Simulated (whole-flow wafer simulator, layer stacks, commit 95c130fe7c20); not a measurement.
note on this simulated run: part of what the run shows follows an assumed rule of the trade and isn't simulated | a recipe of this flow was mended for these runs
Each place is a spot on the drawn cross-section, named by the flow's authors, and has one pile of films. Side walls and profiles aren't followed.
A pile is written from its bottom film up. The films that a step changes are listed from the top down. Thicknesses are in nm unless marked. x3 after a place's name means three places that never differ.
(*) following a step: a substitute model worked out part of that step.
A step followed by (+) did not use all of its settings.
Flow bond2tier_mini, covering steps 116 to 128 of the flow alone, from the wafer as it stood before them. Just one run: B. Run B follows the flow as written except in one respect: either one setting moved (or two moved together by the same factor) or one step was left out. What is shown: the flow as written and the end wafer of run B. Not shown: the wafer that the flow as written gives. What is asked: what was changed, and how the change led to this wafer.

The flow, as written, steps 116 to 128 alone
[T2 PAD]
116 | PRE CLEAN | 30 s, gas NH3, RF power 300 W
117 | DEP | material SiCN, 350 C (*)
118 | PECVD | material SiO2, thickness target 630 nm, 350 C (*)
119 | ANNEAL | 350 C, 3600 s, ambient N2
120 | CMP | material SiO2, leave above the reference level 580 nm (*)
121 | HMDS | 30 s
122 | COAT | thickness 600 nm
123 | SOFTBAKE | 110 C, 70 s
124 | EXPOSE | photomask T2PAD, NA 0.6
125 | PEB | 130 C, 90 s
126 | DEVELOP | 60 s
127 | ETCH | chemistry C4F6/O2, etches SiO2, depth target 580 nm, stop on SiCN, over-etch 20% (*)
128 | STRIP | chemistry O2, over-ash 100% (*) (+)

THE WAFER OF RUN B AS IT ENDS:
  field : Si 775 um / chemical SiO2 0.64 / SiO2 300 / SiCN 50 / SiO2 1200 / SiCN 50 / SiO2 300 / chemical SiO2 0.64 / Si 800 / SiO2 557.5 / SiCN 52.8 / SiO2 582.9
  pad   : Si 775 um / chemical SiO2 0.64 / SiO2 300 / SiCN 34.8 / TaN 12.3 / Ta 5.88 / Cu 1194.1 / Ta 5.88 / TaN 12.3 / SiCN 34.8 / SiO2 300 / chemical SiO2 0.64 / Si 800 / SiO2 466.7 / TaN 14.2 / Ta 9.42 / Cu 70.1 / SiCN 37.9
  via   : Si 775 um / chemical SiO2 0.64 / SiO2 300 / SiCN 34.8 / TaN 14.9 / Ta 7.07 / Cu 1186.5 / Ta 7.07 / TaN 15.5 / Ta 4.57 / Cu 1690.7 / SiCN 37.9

Cause: step 117, DEP: 337 C was run, while the flow as written has 350 C; step 127, ETCH: depth target 556.6 nm was run, where the flow has depth target 580 nm.

The path from the change to this, step by step:
  117 | DEP | material SiCN, 350 C (*)
      field, pad, via: +52.8 SiCN (new film) (as written it would have been: +50 SiCN (new film))
  127 | ETCH | chemistry C4F6/O2, etches SiO2, depth target 580 nm, stop on SiCN, over-etch 20% (*)
      pad, via: -580 SiO2 (all of it), -14.8 SiCN (as written it would have been: -580 SiO2 (all of it), -19.6 SiCN)
      field: -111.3 thick-KrF-resist (as written it would have been: -116 thick-KrF-resist)
